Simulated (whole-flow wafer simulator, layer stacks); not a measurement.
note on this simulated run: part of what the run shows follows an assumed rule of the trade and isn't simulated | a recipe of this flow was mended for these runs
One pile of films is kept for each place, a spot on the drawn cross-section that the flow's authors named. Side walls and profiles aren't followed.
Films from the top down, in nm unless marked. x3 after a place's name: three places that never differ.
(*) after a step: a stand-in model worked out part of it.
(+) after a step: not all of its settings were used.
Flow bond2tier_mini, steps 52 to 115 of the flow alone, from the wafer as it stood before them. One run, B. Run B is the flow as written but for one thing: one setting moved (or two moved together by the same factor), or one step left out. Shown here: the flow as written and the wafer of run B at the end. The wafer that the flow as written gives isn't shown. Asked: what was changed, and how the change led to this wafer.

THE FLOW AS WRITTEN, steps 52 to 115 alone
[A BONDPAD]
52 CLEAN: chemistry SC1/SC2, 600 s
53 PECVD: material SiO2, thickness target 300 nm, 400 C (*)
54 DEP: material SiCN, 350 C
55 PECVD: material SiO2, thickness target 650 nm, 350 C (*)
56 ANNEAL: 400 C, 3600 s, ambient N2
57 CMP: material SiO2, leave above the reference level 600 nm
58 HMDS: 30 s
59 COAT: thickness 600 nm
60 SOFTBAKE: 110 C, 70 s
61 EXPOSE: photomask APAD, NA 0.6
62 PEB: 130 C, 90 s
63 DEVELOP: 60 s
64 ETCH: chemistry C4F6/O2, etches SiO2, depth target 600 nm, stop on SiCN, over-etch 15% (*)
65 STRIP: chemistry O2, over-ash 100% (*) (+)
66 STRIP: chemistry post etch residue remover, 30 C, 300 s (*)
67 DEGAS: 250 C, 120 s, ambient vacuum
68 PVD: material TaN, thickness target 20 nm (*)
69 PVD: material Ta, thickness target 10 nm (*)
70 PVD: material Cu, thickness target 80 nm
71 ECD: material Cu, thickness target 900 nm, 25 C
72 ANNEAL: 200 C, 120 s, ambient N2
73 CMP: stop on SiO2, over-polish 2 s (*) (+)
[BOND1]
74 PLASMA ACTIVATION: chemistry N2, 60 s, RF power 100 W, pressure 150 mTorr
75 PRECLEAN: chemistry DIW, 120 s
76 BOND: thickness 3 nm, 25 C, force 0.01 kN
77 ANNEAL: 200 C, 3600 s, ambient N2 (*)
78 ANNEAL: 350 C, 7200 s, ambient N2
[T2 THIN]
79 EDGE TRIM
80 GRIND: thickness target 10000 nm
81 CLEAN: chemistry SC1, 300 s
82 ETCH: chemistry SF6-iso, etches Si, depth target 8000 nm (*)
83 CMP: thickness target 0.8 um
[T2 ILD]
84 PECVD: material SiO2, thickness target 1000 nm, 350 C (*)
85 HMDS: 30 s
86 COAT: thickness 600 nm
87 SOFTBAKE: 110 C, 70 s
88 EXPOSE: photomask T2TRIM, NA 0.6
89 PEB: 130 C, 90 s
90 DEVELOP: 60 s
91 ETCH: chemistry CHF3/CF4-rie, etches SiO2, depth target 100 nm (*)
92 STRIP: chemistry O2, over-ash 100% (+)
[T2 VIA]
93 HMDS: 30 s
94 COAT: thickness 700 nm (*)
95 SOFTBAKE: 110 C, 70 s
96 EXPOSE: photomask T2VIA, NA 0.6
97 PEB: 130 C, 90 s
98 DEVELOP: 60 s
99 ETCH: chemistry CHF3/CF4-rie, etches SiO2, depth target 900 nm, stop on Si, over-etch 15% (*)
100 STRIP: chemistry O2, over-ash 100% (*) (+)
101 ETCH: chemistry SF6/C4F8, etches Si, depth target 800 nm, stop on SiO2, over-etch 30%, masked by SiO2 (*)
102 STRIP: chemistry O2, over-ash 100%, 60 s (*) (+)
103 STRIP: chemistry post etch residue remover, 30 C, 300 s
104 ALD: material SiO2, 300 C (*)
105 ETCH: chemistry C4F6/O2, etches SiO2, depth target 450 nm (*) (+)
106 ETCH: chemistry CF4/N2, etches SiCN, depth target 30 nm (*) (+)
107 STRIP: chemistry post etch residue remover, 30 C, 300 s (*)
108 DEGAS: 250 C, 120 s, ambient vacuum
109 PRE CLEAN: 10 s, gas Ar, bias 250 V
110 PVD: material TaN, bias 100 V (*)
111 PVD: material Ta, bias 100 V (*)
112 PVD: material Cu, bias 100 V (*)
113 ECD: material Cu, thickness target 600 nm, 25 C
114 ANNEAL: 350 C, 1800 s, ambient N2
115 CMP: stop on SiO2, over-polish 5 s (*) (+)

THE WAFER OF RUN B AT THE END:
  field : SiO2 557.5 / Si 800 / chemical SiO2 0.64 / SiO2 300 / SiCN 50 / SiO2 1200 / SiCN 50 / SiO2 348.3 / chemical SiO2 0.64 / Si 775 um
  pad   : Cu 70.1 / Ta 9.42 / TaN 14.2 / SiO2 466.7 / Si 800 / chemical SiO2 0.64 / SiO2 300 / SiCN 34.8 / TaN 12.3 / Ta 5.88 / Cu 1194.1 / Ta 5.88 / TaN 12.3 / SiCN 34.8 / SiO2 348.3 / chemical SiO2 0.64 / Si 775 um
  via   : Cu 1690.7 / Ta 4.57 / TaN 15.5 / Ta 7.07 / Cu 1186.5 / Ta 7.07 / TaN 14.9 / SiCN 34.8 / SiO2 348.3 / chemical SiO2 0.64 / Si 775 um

The cause: step 53, PECVD: thickness target 348.3 nm was run, where the flow has thickness target 300 nm.
It can be read off the wafer: field has SiO2 348.3, and step 53 as written asks for 300 nm.

How the change led to this, step by step:
  53 PECVD: material SiO2, thickness target 300 nm, 400 C (*)
      field, pad, via: SiO2 +348.3 (new film) (as written it would be: SiO2 +300 (new film))
